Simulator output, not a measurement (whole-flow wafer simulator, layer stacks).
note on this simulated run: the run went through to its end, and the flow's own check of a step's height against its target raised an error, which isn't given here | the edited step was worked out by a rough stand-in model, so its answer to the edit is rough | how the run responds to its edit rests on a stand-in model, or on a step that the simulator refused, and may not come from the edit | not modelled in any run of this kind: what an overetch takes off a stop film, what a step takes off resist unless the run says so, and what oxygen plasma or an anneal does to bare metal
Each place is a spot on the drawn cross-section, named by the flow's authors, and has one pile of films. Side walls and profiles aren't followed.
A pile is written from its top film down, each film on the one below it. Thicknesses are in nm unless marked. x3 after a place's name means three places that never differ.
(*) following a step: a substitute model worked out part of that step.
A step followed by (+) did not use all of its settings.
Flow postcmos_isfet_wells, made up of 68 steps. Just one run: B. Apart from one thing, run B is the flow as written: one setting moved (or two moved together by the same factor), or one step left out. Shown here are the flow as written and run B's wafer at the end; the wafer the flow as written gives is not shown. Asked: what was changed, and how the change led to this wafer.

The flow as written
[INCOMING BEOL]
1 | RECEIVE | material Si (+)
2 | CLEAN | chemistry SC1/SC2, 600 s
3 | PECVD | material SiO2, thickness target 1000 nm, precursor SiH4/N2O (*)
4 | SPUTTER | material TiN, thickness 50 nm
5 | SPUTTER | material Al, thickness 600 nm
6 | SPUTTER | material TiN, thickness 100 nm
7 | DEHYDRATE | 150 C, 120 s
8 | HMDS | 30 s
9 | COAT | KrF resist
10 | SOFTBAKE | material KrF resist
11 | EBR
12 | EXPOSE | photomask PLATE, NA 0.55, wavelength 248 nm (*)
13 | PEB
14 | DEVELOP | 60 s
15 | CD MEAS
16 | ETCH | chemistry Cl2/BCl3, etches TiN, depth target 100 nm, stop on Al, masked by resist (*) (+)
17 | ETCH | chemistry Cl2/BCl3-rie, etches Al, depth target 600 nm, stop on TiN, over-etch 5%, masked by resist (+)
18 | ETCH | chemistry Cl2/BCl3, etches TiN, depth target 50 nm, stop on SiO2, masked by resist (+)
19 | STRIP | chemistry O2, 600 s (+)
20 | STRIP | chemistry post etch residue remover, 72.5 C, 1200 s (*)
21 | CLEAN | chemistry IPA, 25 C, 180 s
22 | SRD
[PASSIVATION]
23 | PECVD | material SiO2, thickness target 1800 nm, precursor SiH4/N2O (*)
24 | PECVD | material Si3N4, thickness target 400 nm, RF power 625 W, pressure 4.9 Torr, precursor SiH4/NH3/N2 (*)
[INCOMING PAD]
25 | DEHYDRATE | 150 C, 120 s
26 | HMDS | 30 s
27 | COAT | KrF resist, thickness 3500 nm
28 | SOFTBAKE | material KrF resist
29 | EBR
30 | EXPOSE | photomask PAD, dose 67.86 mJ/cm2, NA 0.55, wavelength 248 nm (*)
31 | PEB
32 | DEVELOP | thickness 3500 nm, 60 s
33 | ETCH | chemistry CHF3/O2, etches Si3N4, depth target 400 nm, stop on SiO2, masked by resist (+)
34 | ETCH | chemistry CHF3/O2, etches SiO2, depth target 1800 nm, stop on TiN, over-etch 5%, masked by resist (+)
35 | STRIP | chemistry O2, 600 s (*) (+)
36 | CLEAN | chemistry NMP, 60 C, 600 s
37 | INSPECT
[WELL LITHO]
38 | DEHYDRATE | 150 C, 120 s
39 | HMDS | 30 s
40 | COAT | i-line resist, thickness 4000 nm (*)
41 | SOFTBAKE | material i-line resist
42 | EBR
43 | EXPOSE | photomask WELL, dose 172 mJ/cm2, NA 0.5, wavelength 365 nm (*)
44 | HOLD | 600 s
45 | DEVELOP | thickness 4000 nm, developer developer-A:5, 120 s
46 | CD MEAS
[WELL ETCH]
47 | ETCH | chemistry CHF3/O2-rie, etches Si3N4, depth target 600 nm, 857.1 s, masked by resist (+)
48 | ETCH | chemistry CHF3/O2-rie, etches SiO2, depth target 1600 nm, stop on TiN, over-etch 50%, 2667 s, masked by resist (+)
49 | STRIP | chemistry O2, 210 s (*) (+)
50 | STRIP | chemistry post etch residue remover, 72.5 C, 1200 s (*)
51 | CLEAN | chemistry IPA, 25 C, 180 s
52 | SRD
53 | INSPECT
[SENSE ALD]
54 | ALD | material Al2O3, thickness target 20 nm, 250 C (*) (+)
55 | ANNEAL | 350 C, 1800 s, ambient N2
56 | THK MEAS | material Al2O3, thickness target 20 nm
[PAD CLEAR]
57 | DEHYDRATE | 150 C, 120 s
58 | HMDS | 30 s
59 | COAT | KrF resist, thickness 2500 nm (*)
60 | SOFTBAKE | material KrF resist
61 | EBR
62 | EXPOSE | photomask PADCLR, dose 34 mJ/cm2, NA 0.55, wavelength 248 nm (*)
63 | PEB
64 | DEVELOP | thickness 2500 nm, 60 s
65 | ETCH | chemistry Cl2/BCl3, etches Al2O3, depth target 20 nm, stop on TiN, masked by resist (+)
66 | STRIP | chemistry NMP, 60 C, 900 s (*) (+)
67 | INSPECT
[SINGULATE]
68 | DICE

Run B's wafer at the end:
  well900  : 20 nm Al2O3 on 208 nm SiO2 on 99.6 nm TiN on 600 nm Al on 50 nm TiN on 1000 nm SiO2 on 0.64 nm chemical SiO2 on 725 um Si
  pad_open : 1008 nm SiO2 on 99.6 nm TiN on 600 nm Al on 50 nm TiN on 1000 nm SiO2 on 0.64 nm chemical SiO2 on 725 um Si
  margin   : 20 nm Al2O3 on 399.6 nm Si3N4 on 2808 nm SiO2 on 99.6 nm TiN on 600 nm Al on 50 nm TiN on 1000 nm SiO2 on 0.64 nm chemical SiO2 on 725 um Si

The reason: step 23, PECVD: thickness target 2808 nm was run, though the flow has thickness target 1800 nm.
The wafer itself shows it: margin has SiO2 2808, and step 23 as written asks for 1800 nm.

How this came from the change, step by step:
  23 | PECVD | material SiO2, thickness target 1800 nm, precursor SiH4/N2O (*)
      margin, well900, well1300 x3, pad_rim, pad_clr, pad_open: SiO2 gains 2808 (new film) (as written it would have been: SiO2 gains 1800 (new film))
      field: SiO2 gains 2808 (new film), void gains 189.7 (new film), SiO2 gains 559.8 (as written it would have been: SiO2 gains 1800 (new film), void gains 189.9 (new film), SiO2 gains 559.7)
  34 | ETCH | chemistry CHF3/O2, etches SiO2, depth target 1800 nm, stop on TiN, over-etch 5%, masked by resist (+)
      pad_open: SiO2 loses 1800 (as written it would have been: SiO2 loses 1800 (all of it))
  48 | ETCH | chemistry CHF3/O2-rie, etches SiO2, depth target 1600 nm, stop on TiN, over-etch 50%, 2667 s, masked by resist (+)
      well900, well1300 x3: SiO2 loses 2400 (as written it would have been: SiO2 loses 1600 (all of it))
  59 | COAT | KrF resist, thickness 2500 nm (*)
      field: KrF resist gains 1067 (new film) (as written it would have been: KrF resist gains 1449 (new film))
      margin: KrF resist gains 1066.9 (new film) (as written it would have been: KrF resist gains 1448.9 (new film))
  63 | PEB
      field, margin: KrF resist loses 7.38 (as written it would have been: KrF resist loses 10.1)
  66 | STRIP | chemistry NMP, 60 C, 900 s (*) (+)
      field: KrF resist loses 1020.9 (all of it) (as written it would have been: KrF resist loses 1400.1 (all of it))
      margin: KrF resist loses 1020.8 (all of it) (as written it would have been: KrF resist loses 1400.1 (all of it))
